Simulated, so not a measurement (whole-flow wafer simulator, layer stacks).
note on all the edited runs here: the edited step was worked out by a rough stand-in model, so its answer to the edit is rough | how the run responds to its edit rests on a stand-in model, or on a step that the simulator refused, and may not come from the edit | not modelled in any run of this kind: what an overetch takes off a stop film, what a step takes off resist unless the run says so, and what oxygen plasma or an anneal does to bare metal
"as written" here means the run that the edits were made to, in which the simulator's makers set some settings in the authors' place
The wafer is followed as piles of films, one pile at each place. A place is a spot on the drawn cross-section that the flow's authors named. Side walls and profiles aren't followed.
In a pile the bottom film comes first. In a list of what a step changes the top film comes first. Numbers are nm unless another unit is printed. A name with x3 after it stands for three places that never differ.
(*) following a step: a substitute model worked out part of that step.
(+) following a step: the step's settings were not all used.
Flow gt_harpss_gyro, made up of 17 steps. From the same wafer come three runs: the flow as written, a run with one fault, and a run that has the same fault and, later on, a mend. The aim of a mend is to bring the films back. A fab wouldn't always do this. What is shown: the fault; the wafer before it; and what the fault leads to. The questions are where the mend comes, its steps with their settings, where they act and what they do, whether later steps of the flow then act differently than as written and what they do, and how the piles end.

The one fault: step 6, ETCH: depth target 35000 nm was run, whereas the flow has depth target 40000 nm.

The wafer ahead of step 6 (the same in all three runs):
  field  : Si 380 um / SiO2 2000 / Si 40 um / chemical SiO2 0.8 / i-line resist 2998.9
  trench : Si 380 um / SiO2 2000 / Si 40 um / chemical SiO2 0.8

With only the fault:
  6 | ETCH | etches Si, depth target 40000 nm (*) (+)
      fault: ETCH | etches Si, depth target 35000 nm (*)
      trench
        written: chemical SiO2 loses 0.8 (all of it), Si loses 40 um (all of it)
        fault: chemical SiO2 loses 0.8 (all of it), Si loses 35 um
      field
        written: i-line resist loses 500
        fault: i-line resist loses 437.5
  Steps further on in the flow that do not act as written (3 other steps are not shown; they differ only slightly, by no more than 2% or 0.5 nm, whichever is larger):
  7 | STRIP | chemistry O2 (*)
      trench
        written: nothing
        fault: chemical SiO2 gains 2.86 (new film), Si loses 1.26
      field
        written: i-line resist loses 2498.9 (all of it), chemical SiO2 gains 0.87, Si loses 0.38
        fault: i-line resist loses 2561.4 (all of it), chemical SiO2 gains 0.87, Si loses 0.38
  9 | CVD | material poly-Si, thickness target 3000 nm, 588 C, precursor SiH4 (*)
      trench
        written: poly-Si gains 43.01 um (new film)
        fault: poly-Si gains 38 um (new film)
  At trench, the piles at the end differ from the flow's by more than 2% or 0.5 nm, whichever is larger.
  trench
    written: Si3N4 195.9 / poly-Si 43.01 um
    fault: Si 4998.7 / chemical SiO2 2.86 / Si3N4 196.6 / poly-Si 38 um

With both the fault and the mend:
  The mend stands after step 6.
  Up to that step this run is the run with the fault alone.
  6a | ETCH | etches Si, depth target 5000 nm (*) (+) (a further turn of the flow's step 6, with different settings)
      field
        i-line resist loses 62.5
      trench
        Si loses 4999.9 (all of it)
  None of the later steps of the flow acts differently than as written at any place that is followed.
  By the end, the piles equal the flow's at every place that both follow.
